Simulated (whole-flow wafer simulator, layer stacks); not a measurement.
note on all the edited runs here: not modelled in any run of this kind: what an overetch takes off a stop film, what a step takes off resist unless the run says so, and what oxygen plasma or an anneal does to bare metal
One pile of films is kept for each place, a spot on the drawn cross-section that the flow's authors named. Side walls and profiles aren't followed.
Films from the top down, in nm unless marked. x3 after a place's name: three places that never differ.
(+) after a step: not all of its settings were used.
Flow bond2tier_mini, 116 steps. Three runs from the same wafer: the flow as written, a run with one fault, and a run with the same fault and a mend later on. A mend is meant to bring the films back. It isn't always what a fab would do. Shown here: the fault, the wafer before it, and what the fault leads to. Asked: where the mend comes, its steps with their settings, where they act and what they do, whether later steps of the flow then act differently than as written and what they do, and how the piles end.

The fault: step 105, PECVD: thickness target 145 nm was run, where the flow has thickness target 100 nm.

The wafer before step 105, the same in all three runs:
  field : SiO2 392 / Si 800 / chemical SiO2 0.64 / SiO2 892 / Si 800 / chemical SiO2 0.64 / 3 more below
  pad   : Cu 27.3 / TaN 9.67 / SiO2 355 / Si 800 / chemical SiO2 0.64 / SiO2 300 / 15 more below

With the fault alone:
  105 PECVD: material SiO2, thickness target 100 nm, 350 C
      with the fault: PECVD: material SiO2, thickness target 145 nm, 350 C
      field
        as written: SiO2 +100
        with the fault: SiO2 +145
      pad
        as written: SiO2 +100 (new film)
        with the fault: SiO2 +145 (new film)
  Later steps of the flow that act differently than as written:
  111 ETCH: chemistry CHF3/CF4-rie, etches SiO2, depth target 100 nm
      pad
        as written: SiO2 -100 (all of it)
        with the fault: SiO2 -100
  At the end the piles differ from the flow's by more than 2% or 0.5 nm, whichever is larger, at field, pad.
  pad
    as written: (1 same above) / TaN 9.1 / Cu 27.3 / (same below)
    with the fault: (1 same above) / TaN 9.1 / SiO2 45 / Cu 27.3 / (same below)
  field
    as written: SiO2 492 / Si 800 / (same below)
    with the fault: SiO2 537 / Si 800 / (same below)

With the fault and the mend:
  The mend comes after step 110.
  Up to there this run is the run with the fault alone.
  110a STRIP: chemistry O2, over-ash 100% (+)
      field
        KrF resist -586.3 (all of it)
  110b ETCH: chemistry CHF3/CF4-rie, etches SiO2, depth target 45 nm (the flow's step 62 once more, with other settings)
      field, pad
        SiO2 -45
  110c COAT: KrF resist, thickness 600 nm (the flow's step 106 once more)
      field, pad
        KrF resist +600 (new film)
  110d SOFTBAKE: KrF resist (the flow's step 107 once more)
      changes no film at any place that is followed
  110e EXPOSE: photomask T3PAD, NA 0.6 (the flow's step 108 once more)
      changes no film at any place that is followed
  110f PEB: KrF resist (the flow's step 109 once more)
      changes no film at any place that is followed
  110g DEVELOP: developer TMAH-0.26N, 60 s (the flow's step 110 once more)
      field
        KrF resist -13.7
      pad
        KrF resist -600 (all of it)
  No later step of the flow acts differently than as written at any place that is followed.
  At the end the piles are the same as the flow's at every place that both follow.
